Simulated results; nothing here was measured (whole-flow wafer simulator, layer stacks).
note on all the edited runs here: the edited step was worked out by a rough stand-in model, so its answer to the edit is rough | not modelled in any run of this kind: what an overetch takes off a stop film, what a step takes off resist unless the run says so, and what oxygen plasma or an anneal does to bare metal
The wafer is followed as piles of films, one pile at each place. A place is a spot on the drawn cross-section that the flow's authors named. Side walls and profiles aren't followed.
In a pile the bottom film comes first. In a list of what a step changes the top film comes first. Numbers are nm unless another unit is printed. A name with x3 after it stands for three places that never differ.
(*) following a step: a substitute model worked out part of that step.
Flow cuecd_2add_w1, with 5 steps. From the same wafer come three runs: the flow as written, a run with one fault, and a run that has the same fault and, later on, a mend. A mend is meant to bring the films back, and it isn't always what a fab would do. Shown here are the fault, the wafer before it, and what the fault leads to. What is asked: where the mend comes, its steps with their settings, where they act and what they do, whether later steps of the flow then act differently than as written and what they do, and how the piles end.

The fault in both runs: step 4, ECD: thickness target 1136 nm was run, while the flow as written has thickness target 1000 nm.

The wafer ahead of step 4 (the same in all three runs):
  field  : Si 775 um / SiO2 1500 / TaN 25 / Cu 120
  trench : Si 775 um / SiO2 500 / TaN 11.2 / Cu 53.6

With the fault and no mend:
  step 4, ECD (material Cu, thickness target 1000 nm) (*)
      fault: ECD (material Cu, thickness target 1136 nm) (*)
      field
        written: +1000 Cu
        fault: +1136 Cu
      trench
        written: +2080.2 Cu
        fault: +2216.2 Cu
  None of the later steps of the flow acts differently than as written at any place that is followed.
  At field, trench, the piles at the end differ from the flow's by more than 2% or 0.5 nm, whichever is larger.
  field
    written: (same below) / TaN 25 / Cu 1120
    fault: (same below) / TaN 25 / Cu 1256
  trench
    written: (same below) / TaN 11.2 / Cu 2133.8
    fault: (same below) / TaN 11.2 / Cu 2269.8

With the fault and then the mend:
  After step 5 comes the mend.
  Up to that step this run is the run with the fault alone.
  step 5a, ETCH (chemistry cu recess dil, depth target 136 nm)
      field, trench
        -136 Cu
  None of the later steps of the flow acts differently than as written at any place that is followed.
  The piles end the same as the flow's at every place that both follow.
